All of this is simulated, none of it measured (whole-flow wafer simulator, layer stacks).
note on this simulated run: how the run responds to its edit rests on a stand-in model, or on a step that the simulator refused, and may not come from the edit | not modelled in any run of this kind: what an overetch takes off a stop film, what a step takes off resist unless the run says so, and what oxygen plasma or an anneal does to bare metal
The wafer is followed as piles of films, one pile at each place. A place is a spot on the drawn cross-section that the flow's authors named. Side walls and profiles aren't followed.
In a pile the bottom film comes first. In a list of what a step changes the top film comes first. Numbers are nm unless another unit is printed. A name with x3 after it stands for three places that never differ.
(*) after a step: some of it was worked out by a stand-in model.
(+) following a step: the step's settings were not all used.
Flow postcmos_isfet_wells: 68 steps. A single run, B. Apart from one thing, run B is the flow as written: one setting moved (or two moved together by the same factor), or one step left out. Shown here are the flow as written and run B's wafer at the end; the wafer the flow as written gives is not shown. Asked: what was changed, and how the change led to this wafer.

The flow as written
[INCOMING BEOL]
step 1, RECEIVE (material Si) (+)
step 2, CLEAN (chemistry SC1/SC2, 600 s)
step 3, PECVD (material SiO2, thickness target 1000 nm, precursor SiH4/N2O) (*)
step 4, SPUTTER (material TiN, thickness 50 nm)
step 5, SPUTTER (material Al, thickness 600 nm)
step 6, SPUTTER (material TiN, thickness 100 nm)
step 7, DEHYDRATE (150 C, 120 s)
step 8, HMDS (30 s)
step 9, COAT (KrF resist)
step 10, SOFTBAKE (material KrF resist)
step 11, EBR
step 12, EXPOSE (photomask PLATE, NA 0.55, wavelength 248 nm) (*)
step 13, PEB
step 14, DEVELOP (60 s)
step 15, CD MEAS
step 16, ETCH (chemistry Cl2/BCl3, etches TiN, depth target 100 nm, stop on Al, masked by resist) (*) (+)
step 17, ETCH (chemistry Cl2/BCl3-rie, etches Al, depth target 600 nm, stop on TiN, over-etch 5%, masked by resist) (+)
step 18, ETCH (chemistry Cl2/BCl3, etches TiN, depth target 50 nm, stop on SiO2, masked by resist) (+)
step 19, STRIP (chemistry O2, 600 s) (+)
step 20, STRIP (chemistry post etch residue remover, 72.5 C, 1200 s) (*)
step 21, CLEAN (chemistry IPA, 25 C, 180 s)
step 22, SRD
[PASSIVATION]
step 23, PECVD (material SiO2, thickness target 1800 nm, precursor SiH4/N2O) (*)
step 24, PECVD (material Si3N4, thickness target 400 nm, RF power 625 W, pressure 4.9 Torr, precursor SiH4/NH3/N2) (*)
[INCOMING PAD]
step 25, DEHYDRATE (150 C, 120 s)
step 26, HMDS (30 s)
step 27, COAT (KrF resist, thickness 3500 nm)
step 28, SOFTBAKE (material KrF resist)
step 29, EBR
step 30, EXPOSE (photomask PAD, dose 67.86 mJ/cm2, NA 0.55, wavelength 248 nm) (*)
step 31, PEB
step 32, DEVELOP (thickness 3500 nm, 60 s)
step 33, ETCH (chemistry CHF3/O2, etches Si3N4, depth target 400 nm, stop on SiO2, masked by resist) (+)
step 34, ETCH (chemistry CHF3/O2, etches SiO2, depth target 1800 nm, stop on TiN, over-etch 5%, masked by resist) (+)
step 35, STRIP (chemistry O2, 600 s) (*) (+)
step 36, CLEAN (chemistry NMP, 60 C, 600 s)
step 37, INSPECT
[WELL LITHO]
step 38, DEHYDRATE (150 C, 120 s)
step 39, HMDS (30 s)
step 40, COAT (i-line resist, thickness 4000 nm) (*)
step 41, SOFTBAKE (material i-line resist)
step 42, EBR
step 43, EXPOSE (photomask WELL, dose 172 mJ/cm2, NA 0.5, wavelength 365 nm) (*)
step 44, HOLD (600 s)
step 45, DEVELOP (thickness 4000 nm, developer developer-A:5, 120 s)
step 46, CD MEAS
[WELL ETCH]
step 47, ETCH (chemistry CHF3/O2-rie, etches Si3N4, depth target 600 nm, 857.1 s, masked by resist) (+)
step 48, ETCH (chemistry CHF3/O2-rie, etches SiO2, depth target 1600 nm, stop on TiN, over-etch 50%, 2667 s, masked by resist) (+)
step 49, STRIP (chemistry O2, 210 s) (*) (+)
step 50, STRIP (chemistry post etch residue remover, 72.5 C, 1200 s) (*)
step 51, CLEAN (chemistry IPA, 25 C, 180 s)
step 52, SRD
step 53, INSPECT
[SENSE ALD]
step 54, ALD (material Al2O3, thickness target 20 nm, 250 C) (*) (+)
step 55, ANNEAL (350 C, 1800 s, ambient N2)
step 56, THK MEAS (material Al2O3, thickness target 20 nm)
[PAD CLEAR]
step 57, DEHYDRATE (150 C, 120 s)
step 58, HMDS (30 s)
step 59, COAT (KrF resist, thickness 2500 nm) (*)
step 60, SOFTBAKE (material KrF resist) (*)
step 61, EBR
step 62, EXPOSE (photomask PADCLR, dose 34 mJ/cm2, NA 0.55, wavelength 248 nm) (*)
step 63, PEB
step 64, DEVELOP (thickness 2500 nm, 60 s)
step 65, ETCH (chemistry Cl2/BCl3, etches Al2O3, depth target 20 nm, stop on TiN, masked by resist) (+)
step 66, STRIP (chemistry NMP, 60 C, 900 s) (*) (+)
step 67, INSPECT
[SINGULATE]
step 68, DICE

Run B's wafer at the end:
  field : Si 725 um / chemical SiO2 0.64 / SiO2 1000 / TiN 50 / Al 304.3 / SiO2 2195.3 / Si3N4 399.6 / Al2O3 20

Cause: step 17, ETCH: depth target 240 nm was run, whereas the flow has depth target 600 nm.

Step by step, how the change led to this:
  step 17, ETCH (chemistry Cl2/BCl3-rie, etches Al, depth target 600 nm, stop on TiN, over-etch 5%, masked by resist) (+)
      field: -240 Al (it would be, as written: -600 Al (all of it))
      margin, well900, well1300, well2000, well3000, pad_rim, pad_clr, pad_open: -120 KrF resist (it would be, as written: -300 KrF resist)
  step 18, ETCH (chemistry Cl2/BCl3, etches TiN, depth target 50 nm, stop on SiO2, masked by resist) (+)
      field: -50 Al (it would be, as written: -50 TiN (all of it))
  step 19, STRIP (chemistry O2, 600 s) (+)
      margin, well900, well1300, well2000, well3000, pad_rim, pad_clr, pad_open: -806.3 KrF resist (all of it) (it would be, as written: -626.3 KrF resist (all of it))
  step 20, STRIP (chemistry post etch residue remover, 72.5 C, 1200 s) (*)
      field: -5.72 Al (it would be, as written: nothing)
  step 23, PECVD (material SiO2, thickness target 1800 nm, precursor SiH4/N2O) (*)
      field: +2195.3 SiO2 (new film) (it would be, as written: +1800 SiO2 (new film), +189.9 void (new film), +559.7 SiO2)
If metal films that touch count as one body, field has 1 body; the flow as written gives 0 bodies.
